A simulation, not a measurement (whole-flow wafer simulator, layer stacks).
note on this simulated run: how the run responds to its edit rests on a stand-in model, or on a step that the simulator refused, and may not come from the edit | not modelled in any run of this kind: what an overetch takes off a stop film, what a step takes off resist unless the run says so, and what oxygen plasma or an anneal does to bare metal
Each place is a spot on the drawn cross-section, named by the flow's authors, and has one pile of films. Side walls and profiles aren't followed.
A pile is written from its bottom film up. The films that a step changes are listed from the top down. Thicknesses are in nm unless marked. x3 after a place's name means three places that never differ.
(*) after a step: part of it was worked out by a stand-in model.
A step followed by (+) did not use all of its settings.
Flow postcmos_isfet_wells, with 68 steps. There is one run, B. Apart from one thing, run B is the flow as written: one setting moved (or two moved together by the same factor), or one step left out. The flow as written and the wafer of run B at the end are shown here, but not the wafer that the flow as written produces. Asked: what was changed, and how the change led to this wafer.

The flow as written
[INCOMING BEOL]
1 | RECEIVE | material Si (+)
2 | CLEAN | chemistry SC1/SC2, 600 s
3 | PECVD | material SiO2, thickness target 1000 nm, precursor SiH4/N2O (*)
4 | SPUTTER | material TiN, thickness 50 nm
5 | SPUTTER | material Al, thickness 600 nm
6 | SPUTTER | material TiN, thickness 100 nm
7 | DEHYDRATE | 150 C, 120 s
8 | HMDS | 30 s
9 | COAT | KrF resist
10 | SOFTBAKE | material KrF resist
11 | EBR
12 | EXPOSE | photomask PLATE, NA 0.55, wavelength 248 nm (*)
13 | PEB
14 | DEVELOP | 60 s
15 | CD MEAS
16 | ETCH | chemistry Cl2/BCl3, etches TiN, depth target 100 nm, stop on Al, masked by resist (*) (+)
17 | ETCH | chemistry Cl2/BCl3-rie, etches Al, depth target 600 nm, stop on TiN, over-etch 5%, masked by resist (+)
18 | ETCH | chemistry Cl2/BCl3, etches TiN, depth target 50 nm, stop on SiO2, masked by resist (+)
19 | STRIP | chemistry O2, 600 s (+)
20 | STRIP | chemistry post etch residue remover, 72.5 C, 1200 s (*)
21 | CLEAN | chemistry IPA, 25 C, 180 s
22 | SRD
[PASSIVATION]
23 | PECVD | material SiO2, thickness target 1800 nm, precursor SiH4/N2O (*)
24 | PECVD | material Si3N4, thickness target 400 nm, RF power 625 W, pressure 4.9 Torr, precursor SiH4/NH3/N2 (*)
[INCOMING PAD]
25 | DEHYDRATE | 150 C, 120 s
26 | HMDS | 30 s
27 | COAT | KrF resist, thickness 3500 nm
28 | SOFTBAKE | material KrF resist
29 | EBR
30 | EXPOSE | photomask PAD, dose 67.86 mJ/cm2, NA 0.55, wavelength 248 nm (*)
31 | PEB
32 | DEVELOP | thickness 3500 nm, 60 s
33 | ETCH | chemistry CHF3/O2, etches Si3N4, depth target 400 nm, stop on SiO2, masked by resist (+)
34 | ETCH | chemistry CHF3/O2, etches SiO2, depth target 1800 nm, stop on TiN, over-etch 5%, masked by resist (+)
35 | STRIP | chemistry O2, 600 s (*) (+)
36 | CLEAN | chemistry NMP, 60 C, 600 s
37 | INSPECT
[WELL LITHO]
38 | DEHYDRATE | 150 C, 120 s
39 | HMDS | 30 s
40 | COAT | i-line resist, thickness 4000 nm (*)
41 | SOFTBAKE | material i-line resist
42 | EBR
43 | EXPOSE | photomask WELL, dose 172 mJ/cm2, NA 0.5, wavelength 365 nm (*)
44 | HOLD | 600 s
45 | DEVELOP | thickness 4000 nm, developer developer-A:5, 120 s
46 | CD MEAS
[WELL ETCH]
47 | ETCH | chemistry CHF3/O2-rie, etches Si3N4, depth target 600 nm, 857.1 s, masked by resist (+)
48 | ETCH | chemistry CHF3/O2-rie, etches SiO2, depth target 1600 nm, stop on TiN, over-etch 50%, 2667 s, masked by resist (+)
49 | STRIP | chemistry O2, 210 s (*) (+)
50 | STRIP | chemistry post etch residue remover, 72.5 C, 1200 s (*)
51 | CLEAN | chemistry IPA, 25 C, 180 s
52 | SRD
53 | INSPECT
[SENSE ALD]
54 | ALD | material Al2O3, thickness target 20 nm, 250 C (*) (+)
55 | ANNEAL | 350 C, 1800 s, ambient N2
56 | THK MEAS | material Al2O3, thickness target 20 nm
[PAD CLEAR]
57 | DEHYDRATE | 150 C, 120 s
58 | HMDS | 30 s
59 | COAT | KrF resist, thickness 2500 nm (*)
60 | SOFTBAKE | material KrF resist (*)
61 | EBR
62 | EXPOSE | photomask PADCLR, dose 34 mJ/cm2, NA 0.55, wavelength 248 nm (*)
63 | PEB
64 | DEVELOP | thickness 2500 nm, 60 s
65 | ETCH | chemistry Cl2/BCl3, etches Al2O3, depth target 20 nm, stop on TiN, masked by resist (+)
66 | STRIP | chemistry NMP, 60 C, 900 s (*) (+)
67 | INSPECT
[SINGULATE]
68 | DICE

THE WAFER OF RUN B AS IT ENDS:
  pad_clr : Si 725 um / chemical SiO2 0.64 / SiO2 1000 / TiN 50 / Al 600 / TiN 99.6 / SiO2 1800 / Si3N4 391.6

What caused this: step 65, ETCH: depth target 28 nm was run, while the flow as written has depth target 20 nm.

Step by step, how the change led to this:
  65 | ETCH | chemistry Cl2/BCl3, etches Al2O3, depth target 20 nm, stop on TiN, masked by resist (+)
      pad_clr: -20 Al2O3 (all of it), -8 Si3N4 (in the flow as written it would be: -20 Al2O3 (all of it))
      field, margin, pad_rim: -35 KrF resist (in the flow as written it would be: -25 KrF resist)
